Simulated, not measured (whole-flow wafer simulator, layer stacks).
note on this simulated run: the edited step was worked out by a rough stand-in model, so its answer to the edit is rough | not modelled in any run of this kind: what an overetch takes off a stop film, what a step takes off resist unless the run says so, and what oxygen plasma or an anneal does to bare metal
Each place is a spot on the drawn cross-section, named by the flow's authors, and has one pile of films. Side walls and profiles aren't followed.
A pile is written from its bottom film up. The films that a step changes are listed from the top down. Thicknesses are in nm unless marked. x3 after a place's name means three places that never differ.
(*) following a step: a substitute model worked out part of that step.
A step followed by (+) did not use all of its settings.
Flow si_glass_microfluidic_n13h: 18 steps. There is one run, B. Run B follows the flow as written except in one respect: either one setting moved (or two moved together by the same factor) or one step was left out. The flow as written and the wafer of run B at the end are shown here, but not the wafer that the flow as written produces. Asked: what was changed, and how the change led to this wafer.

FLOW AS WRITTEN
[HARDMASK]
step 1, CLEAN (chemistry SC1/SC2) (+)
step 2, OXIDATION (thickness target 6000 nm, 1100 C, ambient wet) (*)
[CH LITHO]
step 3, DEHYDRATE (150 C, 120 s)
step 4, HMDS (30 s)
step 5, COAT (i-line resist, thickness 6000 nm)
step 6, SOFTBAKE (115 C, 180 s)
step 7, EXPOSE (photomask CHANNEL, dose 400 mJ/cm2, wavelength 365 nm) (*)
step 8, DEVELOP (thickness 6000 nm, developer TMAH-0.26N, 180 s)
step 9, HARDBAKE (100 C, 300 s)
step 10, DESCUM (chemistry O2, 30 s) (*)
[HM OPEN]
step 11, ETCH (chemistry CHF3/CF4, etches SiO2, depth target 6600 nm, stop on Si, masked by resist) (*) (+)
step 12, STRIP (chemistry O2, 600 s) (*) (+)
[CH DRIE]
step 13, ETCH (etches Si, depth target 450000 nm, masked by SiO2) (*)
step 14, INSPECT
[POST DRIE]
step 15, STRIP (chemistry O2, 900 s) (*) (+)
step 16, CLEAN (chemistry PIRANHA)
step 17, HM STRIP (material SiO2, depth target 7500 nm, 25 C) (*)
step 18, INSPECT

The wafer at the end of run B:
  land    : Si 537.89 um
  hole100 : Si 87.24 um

Cause: step 2, OXIDATION: thickness target 4800 nm was run, though the flow has thickness target 6000 nm.

The path from the change to this, step by step:
  step 2, OXIDATION (thickness target 6000 nm, 1100 C, ambient wet) (*)
      land, hole100: +4800 SiO2 (new film), -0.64 chemical SiO2 (all of it), -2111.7 Si (as written it would have been: +6000 SiO2 (new film), -0.64 chemical SiO2 (all of it), -2639.7 Si)
  step 11, ETCH (chemistry CHF3/CF4, etches SiO2, depth target 6600 nm, stop on Si, masked by resist) (*) (+)
      hole100: -4800 SiO2 (all of it) (as written it would have been: -6000 SiO2 (all of it))
  step 17, HM STRIP (material SiO2, depth target 7500 nm, 25 C) (*)
      land: -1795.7 SiO2 (all of it) (as written it would have been: -2995.7 SiO2 (all of it))
